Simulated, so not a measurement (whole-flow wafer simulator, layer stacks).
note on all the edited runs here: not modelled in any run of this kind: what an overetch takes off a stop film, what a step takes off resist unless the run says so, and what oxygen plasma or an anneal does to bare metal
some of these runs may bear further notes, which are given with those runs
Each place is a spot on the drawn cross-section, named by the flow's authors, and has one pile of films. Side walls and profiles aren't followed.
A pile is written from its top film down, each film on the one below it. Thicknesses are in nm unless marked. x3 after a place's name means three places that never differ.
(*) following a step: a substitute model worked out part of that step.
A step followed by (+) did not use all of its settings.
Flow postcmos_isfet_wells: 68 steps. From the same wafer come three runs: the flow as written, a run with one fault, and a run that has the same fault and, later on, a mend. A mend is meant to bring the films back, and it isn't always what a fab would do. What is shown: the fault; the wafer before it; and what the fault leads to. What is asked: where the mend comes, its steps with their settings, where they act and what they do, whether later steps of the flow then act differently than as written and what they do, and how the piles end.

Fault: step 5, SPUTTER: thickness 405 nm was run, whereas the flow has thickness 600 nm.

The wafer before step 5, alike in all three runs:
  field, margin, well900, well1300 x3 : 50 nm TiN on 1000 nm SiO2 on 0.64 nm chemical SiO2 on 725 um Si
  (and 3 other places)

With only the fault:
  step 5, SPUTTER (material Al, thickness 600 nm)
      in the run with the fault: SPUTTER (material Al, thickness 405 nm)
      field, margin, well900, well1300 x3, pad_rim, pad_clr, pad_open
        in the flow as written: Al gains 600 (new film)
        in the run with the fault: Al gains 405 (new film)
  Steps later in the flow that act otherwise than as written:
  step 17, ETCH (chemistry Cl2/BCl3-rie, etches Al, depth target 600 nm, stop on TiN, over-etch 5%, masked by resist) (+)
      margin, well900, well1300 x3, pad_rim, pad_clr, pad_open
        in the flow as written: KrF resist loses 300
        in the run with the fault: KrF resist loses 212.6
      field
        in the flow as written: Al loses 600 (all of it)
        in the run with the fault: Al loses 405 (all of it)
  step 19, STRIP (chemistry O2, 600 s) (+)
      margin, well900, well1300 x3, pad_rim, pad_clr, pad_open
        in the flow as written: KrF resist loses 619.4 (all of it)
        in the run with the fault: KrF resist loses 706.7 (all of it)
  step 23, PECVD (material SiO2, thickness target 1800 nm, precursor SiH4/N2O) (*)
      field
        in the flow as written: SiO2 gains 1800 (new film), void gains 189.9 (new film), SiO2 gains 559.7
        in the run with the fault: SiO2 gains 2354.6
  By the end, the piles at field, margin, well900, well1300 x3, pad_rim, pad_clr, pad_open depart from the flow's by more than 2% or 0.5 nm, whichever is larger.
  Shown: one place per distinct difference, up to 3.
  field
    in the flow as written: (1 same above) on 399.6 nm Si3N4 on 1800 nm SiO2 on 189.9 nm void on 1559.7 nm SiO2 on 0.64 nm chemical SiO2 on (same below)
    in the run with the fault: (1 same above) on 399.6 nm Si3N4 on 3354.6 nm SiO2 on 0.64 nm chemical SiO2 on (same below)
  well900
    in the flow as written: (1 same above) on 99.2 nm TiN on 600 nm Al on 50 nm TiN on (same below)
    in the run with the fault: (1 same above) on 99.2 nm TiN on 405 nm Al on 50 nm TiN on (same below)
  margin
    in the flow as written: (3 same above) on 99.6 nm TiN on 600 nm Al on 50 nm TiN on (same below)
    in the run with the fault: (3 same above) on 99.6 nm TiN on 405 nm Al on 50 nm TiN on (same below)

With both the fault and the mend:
  The mend stands after step 5.
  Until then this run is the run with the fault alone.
  step 5a, SPUTTER (material Al, thickness 195 nm) (the flow's step 5 again, with other settings)
      field, margin, well900, well1300 x3, pad_rim, pad_clr, pad_open
        Al gains 195
  Later steps of the flow that are run all act as written at every place that is followed.
  The piles end the same as the flow's at every place that both follow.
